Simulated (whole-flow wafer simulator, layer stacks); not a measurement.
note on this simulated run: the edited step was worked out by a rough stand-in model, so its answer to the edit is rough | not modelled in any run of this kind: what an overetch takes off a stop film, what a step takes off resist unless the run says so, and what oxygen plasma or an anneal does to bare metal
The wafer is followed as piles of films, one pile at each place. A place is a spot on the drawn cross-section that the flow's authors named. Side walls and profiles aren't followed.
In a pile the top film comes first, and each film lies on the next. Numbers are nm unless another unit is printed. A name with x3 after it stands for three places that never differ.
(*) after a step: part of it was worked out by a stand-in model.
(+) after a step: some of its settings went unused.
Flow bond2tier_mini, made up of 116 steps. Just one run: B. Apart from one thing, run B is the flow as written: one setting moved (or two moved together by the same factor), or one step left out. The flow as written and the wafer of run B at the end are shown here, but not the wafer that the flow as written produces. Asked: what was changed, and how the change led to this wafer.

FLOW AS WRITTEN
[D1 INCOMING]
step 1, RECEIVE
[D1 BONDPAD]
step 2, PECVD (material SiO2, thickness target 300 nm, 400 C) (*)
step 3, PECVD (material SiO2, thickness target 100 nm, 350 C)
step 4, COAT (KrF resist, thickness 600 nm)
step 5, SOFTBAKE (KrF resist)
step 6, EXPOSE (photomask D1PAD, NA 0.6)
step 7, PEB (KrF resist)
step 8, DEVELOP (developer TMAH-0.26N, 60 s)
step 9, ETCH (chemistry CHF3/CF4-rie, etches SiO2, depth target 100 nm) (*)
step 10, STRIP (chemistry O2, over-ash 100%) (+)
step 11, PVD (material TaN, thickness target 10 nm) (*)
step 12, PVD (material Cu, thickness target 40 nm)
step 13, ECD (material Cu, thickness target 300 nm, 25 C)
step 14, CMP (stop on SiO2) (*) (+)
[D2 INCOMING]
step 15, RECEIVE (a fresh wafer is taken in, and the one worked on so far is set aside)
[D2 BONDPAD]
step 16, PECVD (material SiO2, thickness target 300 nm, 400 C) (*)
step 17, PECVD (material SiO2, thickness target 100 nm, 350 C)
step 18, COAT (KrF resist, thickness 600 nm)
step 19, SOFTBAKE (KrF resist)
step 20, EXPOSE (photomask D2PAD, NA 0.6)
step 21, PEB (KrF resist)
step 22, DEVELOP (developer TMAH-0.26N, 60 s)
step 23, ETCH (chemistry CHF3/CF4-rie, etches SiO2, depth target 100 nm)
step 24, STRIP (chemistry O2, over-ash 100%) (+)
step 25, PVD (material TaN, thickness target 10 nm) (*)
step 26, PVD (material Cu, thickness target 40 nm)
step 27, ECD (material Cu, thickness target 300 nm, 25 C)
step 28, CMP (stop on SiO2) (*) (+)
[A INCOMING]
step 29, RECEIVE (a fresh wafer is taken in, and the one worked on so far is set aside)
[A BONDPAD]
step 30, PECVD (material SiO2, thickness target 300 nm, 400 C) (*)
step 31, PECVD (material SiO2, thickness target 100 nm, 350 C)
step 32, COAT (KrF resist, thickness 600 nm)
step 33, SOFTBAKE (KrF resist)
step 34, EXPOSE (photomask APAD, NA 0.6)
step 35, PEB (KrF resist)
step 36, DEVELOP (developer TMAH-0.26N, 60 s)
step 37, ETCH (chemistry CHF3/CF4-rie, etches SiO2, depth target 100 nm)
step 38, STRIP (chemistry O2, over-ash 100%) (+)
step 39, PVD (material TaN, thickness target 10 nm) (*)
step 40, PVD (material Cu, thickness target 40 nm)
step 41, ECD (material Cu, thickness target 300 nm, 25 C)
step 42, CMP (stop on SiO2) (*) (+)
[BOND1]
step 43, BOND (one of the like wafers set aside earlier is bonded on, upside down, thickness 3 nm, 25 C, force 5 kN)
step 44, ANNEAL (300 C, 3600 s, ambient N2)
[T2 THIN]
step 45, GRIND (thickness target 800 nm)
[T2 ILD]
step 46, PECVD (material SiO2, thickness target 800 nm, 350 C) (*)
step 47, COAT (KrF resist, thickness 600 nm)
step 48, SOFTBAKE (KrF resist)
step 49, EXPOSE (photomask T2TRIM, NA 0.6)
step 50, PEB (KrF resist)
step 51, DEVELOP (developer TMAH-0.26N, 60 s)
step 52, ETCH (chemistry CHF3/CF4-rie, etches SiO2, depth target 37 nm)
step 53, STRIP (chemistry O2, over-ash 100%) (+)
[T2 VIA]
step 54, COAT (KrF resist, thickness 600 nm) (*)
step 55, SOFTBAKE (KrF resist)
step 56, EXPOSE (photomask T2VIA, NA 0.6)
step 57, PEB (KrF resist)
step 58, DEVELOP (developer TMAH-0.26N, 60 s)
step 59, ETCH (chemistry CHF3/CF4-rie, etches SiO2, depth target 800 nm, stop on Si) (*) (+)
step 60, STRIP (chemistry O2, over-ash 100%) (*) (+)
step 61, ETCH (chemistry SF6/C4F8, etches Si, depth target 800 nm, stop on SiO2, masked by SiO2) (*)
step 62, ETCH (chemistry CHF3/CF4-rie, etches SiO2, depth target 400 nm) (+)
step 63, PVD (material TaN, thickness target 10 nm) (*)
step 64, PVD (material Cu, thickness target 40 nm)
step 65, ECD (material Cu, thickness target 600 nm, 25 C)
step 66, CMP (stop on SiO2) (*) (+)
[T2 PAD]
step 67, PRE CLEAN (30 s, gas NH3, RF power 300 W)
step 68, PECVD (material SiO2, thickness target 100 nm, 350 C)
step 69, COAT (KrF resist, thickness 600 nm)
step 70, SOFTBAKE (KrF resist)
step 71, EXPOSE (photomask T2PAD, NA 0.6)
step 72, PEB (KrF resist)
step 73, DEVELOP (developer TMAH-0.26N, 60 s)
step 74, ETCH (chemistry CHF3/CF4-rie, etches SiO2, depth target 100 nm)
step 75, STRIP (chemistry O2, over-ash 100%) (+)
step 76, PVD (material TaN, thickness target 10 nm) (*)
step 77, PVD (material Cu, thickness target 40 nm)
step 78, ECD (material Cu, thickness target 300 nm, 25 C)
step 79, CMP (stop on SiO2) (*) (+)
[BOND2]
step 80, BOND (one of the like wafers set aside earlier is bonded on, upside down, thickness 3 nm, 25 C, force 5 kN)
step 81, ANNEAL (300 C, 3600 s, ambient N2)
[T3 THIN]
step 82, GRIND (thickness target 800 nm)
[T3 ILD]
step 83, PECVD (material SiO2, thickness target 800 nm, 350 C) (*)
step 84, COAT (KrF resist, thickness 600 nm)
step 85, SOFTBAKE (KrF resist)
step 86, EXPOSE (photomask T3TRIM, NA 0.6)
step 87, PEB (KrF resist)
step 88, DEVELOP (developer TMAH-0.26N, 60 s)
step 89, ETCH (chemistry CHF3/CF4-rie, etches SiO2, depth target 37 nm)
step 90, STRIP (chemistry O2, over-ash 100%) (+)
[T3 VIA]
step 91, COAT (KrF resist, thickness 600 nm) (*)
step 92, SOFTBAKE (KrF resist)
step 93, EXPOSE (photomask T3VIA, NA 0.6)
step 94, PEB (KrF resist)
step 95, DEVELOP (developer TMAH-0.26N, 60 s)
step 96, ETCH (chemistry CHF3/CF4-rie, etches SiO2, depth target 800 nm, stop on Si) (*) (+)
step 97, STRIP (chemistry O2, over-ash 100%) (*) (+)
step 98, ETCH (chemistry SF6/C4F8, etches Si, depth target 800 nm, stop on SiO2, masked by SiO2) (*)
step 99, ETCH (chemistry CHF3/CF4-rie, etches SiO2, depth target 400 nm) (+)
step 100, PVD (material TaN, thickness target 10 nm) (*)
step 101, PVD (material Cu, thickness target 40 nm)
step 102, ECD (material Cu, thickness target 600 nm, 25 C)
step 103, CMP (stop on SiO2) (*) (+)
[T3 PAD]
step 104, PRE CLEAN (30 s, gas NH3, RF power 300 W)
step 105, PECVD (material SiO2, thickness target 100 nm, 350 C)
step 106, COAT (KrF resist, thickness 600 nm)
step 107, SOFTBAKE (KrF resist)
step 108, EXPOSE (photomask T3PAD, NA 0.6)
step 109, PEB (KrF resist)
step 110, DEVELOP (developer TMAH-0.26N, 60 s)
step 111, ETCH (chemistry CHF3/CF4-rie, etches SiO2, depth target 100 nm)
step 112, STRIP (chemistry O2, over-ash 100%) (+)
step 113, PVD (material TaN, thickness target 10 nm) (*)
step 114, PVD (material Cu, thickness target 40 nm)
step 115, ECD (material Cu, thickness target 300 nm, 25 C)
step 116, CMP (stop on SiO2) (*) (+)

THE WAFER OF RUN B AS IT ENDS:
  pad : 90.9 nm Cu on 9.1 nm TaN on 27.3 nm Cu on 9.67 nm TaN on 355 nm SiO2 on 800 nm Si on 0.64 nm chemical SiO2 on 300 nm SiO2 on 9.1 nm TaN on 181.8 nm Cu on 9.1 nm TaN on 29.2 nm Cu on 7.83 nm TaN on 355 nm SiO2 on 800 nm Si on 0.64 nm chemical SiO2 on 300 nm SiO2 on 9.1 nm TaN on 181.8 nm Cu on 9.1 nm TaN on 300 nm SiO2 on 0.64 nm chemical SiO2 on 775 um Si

What caused this: step 63, PVD: thickness target 8.1 nm was run, whereas the flow has thickness target 10 nm.

The path from the change to this, step by step:
  step 63, PVD (material TaN, thickness target 10 nm) (*)
      field: +8.1 TaN (new film) (as written it would have been: +10 TaN (new film))
      pad: +7.83 TaN (new film) (as written it would have been: +9.67 TaN (new film))
  step 66, CMP (stop on SiO2) (*) (+)
      field: -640 Cu (all of it), -8.1 TaN (all of it) (as written it would have been: -640 Cu (all of it), -10 TaN (all of it))
